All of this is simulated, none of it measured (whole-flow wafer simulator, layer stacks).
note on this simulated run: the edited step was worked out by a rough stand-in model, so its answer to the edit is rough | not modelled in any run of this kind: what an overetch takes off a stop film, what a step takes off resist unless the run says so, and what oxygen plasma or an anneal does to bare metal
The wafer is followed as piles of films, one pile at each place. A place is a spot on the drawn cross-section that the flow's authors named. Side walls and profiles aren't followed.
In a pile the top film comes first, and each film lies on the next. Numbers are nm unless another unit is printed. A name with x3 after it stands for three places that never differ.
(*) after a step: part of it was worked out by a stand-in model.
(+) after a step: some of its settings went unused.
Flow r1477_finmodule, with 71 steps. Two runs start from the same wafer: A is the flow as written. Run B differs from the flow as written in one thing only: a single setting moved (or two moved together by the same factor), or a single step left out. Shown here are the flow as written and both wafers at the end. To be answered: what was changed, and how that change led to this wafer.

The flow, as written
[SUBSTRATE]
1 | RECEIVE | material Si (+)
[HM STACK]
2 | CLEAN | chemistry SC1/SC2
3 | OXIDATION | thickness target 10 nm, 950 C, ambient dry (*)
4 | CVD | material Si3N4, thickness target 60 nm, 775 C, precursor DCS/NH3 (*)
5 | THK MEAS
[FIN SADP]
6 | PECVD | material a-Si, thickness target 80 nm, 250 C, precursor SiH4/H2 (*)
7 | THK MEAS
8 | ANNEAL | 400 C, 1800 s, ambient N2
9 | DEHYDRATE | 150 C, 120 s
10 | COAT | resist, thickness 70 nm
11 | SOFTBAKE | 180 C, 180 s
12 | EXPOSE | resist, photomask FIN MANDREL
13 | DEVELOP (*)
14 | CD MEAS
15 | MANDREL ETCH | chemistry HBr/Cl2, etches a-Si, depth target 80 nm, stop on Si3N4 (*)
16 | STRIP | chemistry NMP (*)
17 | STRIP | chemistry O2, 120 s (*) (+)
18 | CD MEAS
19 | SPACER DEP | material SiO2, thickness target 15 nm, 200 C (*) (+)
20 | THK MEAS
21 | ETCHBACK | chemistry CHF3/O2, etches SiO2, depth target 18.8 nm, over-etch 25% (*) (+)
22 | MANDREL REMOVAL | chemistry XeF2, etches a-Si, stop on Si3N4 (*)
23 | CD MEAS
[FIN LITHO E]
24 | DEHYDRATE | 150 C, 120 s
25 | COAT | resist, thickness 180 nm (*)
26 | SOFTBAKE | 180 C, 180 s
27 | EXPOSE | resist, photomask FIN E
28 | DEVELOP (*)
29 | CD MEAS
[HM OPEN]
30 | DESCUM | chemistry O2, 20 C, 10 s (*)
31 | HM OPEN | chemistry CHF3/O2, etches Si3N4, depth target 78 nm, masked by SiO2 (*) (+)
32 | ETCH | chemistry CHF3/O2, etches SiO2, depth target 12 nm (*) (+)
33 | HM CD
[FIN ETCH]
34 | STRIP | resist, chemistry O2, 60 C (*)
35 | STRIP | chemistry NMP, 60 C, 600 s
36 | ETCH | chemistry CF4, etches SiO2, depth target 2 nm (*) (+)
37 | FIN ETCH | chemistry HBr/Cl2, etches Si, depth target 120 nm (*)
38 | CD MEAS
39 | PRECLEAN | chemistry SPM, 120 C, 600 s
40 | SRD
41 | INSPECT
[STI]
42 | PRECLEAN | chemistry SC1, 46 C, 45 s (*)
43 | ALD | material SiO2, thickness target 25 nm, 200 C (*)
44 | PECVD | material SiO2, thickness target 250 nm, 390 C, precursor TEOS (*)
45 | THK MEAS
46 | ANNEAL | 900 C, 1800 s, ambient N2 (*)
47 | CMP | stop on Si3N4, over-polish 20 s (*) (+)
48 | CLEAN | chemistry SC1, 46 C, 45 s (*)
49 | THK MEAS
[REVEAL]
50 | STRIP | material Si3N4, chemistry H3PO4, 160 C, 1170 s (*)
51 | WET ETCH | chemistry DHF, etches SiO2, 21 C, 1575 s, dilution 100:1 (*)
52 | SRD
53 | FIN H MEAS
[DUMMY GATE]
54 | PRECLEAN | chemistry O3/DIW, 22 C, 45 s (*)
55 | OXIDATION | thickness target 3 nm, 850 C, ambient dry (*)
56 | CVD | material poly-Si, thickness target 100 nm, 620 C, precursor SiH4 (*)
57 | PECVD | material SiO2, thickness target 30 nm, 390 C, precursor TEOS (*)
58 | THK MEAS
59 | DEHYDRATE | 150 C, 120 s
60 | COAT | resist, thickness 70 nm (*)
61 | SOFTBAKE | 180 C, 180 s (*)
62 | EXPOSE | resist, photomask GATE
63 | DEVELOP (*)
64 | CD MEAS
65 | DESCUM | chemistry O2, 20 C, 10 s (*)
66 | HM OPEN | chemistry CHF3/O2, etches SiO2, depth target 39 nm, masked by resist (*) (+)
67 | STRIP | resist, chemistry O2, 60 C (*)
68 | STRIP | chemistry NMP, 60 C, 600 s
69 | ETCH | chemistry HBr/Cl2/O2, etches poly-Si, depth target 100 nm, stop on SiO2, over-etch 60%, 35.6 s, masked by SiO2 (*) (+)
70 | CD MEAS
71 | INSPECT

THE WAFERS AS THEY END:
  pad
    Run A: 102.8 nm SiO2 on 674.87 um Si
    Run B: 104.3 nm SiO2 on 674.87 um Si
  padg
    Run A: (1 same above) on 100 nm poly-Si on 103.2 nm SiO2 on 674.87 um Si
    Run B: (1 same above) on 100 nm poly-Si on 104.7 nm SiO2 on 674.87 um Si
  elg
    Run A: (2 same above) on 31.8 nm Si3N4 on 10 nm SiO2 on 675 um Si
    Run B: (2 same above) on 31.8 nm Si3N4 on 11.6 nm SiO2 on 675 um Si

Cause: step 3, OXIDATION: thickness target 11.6 nm was run, whereas the flow has thickness target 10 nm.
One can read it off the wafer: elg has SiO2 11.6, and step 3 as written asks for 10 nm.

How this came from the change, step by step:
  3 | OXIDATION | thickness target 10 nm, 950 C, ambient dry (*)
      pad, padg, elg and 33 more: A SiO2 gains 10 (new film), chemical SiO2 loses 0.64 (all of it), Si loses 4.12 | B SiO2 gains 11.6 (new film), chemical SiO2 loses 0.64 (all of it), Si loses 4.82
  31 | HM OPEN | chemistry CHF3/O2, etches Si3N4, depth target 78 nm, masked by SiO2 (*) (+)
      pad, padg, esg and 13 more: A Si3N4 loses 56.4 (all of it), SiO2 loses 10 (all of it) | B Si3N4 loses 56.4 (all of it), SiO2 loses 10.8
  32 | ETCH | chemistry CHF3/O2, etches SiO2, depth target 12 nm (*) (+)
      pad, padg, e40sg and 11 more: A Si loses 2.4 | B SiO2 loses 0.79 (all of it), Si loses 2.24
      esg, eso: A Si loses 1.77 | B SiO2 loses 0.79 (all of it), Si loses 2.24
      (as well as at 6 more places)
  47 | CMP | stop on Si3N4, over-polish 20 s (*) (+)
      pad, padg, e40sg and 11 more: A SiO2 loses 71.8 | B SiO2 loses 70.3
      eso: A SiO2 loses 72.4 | B SiO2 loses 70.3
  51 | WET ETCH | chemistry DHF, etches SiO2, 21 C, 1575 s, dilution 100:1 (*)
      s40sg_line, s45sg_line, s50sg_line, s40so_line, s45so_line, s50so_line: A SiO2 loses 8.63 (all of it) | B SiO2 loses 10.2 (all of it)
  67 | STRIP | resist, chemistry O2, 60 C (*)
      s40sg: A resist loses 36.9 (all of it) | B resist loses 35.4 (all of it)
      s45sg: A resist loses 36.9 (all of it) | B resist loses 35.3 (all of it)
      (as well as at 1 more place)
